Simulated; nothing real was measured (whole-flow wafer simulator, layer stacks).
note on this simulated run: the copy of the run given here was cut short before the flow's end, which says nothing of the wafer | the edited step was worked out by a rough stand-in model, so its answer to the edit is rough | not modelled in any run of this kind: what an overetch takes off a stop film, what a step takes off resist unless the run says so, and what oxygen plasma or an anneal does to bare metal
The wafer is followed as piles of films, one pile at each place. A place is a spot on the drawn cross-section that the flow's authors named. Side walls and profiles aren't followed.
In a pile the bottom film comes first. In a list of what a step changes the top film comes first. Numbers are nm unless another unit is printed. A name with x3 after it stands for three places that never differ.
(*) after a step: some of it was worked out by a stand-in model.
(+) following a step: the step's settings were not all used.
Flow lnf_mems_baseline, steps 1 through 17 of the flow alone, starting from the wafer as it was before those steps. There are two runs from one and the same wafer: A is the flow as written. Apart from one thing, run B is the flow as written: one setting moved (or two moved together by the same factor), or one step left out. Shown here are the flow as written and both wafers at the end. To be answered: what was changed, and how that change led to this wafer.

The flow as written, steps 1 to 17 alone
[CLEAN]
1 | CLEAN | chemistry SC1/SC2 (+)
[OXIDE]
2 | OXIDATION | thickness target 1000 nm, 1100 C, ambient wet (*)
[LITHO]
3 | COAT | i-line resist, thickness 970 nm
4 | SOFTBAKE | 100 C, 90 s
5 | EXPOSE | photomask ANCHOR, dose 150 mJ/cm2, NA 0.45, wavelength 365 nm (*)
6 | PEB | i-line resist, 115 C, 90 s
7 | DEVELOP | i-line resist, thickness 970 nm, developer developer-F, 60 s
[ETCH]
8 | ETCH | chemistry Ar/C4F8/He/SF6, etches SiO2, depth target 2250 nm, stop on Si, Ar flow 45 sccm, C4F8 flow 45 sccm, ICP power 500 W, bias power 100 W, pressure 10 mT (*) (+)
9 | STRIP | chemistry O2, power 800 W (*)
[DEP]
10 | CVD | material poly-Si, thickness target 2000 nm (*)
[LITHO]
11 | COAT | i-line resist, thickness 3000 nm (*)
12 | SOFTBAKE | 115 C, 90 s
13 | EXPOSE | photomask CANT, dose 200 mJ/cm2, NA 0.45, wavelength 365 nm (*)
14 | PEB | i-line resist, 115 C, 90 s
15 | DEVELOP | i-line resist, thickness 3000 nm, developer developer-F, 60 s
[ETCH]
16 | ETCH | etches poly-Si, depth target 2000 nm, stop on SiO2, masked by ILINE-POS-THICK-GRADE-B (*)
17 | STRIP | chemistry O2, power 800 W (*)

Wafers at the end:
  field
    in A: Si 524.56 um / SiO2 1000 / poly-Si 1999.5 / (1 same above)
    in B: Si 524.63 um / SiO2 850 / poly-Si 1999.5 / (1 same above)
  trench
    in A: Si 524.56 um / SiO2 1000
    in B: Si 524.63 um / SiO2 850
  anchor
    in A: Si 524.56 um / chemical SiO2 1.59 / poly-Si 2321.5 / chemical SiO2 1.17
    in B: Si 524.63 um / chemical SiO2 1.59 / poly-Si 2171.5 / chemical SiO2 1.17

Cause: step 2, OXIDATION: thickness target 850 nm was run, though the flow has thickness target 1000 nm.
The wafer itself shows it: field has SiO2 850, and step 2 as written asks for 1000 nm.

Step by step, how the change led to this:
  2 | OXIDATION | thickness target 1000 nm, 1100 C, ambient wet (*)
      field, anchor, beam, trench, char_slit: A +1000 SiO2 (new film), -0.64 chemical SiO2 (all of it), -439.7 Si | B +850 SiO2 (new film), -0.64 chemical SiO2 (all of it), -373.7 Si
  8 | ETCH | chemistry Ar/C4F8/He/SF6, etches SiO2, depth target 2250 nm, stop on Si, Ar flow 45 sccm, C4F8 flow 45 sccm, ICP power 500 W, bias power 100 W, pressure 10 mT (*) (+)
      field, beam, trench, char_slit: A -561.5 i-line resist | B -486.5 i-line resist
      anchor: A -1000 SiO2 (all of it) | B -850 SiO2 (all of it)
  9 | STRIP | chemistry O2, power 800 W (*)
      field, beam, trench, char_slit: A -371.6 i-line resist (all of it) | B -446.6 i-line resist (all of it)
  10 | CVD | material poly-Si, thickness target 2000 nm (*)
      anchor: A +2322 poly-Si (new film) | B +2172 poly-Si (new film)
